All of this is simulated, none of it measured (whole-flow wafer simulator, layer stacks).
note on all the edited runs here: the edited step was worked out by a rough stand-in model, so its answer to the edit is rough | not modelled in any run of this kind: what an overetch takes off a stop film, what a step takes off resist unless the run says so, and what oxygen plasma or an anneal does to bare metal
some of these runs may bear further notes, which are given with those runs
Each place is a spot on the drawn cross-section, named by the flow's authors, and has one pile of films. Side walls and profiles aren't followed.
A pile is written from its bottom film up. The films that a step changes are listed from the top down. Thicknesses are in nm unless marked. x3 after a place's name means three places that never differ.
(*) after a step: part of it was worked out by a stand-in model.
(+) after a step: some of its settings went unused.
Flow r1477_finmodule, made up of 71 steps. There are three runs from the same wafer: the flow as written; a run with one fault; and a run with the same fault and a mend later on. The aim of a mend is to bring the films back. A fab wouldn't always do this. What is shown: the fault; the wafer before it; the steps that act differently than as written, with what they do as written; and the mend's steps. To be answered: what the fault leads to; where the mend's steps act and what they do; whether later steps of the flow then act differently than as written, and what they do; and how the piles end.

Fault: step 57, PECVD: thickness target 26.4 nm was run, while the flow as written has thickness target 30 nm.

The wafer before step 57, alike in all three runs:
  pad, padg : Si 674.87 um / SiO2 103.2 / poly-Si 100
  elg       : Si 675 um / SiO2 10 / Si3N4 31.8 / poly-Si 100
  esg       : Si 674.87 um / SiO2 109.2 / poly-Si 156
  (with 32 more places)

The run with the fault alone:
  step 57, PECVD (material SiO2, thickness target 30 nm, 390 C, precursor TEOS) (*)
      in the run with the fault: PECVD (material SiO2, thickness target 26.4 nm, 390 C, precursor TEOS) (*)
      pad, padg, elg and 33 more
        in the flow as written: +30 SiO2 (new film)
        in the run with the fault: +26.4 SiO2 (new film)
  Steps later in the flow that act otherwise than as written (not shown: 1 more step that differs only slightly, by at most 2% or 0.5 nm, whichever is larger):
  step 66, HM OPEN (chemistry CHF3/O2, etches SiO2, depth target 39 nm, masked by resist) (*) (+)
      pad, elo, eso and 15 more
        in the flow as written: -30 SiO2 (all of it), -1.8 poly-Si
        in the run with the fault: -26.4 SiO2 (all of it), -2.52 poly-Si
  At padg, elg, esg and 15 more, the piles at the end differ from the flow's by more than 2% or 0.5 nm, whichever is larger.
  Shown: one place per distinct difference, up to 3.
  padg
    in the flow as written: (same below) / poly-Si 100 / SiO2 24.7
    in the run with the fault: (same below) / poly-Si 100 / SiO2 21.1
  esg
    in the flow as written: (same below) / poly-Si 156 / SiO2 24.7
    in the run with the fault: (same below) / poly-Si 156 / SiO2 21.1
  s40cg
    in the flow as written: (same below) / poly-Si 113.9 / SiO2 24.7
    in the run with the fault: (same below) / poly-Si 113.9 / SiO2 21.1

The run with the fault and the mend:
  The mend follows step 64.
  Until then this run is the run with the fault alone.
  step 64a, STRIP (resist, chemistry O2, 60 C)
      padg, elg, esg
        -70 resist (all of it)
      e40lg, e100lg, e200lg
        -66.9 resist (all of it)
      s40sg, s45sg
        -91 resist (all of it)
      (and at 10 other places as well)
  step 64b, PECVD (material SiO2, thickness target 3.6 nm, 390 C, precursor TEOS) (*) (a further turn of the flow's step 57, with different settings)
      pad, padg, elg and 33 more
        +3.6 SiO2
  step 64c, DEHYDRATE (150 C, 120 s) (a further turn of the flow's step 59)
      leaves every film unchanged at each place that is followed
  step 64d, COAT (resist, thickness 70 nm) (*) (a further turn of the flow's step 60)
      e40lg, e100lg, e200lg, elo, e40lo, e100lo, e200lo
        +66.9 resist (new film)
      pad, padg, elg, esg
        +70 resist (new film)
      s40sg, s45sg, s40so, s45so
        +91 resist (new film)
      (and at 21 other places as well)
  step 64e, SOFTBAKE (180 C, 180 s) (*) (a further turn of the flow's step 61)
      leaves every film unchanged at each place that is followed
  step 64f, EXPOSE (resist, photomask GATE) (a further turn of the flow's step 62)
      leaves every film unchanged at each place that is followed
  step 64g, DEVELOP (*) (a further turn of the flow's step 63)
      elo, e40lo, e100lo, e200lo
        -66.9 resist (all of it)
      eso, e40so
        -129.5 resist (all of it)
      s40so, s45so
        -91 resist (all of it)
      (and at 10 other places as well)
  None of the later steps of the flow acts differently than as written at any place that is followed.
  The piles end the same as the flow's at every place that both follow.
